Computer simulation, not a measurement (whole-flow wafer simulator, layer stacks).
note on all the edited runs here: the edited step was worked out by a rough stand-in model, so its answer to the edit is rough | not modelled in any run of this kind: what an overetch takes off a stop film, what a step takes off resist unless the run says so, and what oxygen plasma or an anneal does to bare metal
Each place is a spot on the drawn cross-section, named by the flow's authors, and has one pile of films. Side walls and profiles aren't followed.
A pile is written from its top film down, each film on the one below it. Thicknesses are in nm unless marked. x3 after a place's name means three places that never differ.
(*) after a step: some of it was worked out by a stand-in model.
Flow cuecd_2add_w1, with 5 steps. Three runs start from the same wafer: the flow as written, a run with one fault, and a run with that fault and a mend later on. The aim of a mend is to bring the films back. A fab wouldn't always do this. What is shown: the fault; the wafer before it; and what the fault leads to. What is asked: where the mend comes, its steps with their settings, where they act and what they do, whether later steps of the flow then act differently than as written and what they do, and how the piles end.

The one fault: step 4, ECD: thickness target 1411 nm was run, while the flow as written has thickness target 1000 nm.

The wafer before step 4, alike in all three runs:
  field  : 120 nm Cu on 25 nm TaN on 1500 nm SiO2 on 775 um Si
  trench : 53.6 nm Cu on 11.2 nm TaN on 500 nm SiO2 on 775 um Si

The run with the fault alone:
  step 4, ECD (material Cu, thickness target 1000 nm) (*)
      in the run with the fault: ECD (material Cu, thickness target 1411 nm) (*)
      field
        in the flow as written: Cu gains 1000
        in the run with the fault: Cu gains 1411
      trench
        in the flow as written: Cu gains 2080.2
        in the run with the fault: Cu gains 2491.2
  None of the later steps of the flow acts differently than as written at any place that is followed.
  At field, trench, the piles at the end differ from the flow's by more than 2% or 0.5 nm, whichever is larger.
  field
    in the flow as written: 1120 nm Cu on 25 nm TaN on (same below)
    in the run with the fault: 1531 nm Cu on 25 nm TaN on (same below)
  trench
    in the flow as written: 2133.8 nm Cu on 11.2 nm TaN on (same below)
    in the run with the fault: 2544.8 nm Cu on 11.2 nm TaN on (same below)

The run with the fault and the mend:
  After step 5 comes the mend.
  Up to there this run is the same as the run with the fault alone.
  step 5a, ETCH (chemistry cu recess dil, depth target 411 nm)
      field, trench
        Cu loses 411
  None of the later steps of the flow acts differently than as written at any place that is followed.
  At every place that both follow, the piles at the end match the flow's.
